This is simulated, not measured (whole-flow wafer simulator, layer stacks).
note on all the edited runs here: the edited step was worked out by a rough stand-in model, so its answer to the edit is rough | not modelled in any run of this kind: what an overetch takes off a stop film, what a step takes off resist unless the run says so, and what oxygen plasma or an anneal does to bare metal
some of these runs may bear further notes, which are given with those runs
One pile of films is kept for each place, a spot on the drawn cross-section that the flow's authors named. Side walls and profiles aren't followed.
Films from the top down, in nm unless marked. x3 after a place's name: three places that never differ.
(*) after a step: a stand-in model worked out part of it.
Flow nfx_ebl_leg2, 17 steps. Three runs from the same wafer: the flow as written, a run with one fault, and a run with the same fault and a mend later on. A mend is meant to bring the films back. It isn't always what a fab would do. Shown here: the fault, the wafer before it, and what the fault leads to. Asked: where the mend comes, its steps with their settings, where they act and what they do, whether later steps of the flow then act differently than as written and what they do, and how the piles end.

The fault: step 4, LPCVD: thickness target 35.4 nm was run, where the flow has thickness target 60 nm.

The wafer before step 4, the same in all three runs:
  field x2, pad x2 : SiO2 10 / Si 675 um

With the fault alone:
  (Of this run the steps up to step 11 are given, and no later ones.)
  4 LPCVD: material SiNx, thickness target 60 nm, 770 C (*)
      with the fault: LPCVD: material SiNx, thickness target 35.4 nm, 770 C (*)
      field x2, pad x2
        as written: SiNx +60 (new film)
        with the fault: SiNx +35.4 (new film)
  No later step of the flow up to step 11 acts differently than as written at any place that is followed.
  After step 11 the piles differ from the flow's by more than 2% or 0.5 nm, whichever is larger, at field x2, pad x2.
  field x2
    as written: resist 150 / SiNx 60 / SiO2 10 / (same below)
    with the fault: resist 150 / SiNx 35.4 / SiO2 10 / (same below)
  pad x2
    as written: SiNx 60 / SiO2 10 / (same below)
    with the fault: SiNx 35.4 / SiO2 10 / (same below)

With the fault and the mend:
  The mend comes after step 5.
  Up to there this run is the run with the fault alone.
  5a LPCVD: material SiNx, thickness target 24.6 nm, 770 C (*) (the flow's step 4 once more, with other settings)
      field x2, pad x2
        SiNx +24.6
  No later step of the flow acts differently than as written at any place that is followed.
  At the end the piles are the same as the flow's at every place that both follow.
